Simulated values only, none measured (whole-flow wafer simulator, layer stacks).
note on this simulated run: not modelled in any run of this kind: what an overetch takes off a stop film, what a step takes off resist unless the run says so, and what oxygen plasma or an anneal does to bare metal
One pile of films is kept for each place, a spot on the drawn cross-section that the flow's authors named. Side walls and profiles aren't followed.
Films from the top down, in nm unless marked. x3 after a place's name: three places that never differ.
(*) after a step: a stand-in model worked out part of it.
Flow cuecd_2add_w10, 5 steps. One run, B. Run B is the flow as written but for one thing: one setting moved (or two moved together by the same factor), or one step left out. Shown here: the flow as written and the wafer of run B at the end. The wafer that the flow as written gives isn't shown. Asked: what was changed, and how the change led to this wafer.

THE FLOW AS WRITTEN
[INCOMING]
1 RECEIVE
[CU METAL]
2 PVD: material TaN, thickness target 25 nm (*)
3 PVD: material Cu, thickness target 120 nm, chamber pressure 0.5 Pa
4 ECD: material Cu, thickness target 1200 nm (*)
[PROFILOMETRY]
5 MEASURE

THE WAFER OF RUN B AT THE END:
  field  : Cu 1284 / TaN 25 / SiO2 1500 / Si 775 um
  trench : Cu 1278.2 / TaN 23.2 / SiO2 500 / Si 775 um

The cause: step 3, PVD: thickness target 84 nm was run, where the flow has thickness target 120 nm.

How the change led to this, step by step:
  3 PVD: material Cu, thickness target 120 nm, chamber pressure 0.5 Pa
      field: Cu +84 (new film) (as written it would be: Cu +120 (new film))
      trench: Cu +78.2 (new film) (as written it would be: Cu +111.8 (new film))
